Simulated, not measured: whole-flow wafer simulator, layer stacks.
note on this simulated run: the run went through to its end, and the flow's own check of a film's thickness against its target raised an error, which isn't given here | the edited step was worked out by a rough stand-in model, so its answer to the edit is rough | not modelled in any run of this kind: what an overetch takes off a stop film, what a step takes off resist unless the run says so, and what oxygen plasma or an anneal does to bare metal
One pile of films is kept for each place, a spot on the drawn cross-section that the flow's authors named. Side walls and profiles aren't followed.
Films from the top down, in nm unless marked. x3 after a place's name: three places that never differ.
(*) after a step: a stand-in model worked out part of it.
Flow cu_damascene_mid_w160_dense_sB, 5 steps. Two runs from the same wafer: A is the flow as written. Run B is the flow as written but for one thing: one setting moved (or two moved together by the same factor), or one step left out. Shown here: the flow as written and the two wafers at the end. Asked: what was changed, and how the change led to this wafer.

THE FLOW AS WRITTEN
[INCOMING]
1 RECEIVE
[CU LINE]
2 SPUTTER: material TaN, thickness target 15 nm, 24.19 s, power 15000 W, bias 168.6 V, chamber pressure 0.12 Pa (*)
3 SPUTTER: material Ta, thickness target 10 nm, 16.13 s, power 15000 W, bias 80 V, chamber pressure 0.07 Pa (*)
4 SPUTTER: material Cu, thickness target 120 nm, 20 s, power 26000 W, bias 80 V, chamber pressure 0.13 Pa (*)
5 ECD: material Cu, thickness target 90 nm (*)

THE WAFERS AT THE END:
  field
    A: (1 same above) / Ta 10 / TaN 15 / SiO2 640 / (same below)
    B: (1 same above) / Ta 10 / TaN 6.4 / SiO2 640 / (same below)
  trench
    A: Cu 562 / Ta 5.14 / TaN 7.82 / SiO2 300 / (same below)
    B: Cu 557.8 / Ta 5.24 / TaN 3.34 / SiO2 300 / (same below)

The cause: step 2, SPUTTER: thickness target 6.4 nm was run, where the flow has thickness target 15 nm; step 2, SPUTTER: 10.28 s was run, where the flow has 24.19 s.
It can be read off the wafer: field has TaN 6.4, and step 2 as written asks for 15 nm.

How the change led to this, step by step:
  2 SPUTTER: material TaN, thickness target 15 nm, 24.19 s, power 15000 W, bias 168.6 V, chamber pressure 0.12 Pa (*)
      field: A TaN +15 (new film) | B TaN +6.4 (new film)
      trench: A TaN +7.82 (new film) | B TaN +3.34 (new film)
  4 SPUTTER: material Cu, thickness target 120 nm, 20 s, power 26000 W, bias 80 V, chamber pressure 0.13 Pa (*)
      trench: A Cu +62 (new film) | B Cu +63.3 (new film)
